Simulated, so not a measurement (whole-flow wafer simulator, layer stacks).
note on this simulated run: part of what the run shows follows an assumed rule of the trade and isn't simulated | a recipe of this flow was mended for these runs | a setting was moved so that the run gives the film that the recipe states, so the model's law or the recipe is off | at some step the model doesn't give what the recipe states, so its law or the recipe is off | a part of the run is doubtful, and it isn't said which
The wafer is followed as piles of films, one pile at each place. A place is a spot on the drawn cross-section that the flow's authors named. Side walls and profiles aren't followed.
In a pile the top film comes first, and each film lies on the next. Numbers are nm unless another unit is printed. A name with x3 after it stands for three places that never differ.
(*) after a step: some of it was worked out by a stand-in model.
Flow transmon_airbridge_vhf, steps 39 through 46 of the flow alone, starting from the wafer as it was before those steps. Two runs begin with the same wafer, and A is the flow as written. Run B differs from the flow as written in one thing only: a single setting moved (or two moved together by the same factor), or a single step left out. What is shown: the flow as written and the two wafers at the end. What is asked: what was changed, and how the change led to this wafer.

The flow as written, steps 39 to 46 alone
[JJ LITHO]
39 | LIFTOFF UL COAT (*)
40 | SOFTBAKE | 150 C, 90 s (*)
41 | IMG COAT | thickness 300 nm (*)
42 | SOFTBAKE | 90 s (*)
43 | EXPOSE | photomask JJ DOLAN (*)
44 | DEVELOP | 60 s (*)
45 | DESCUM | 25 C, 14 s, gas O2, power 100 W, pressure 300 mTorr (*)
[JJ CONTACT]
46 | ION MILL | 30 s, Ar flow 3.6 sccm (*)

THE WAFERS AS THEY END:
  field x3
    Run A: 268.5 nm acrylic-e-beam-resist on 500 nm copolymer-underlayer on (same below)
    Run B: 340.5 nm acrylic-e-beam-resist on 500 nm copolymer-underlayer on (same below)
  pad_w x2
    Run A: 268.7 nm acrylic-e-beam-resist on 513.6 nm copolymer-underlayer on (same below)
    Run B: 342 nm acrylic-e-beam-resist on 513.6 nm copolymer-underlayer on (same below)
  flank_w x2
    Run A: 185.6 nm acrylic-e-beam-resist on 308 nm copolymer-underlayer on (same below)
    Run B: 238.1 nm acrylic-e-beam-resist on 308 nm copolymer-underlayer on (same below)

The reason: step 41, IMG COAT: thickness 372 nm was run, though the flow has thickness 300 nm.

The path from the change to this, step by step:
  41 | IMG COAT | thickness 300 nm (*)
      field x3, jj_line, ground_far x3: A +300 acrylic-e-beam-resist (new film) | B +372 acrylic-e-beam-resist (new film)
      pad_w x2: A +300.2 acrylic-e-beam-resist (new film) | B +373.5 acrylic-e-beam-resist (new film)
      (as well as at 8 more places)
  44 | DEVELOP | 60 s (*)
      jj_line: A -300 acrylic-e-beam-resist (all of it), -500 copolymer-underlayer (all of it) | B -372 acrylic-e-beam-resist (all of it), -500 copolymer-underlayer (all of it)
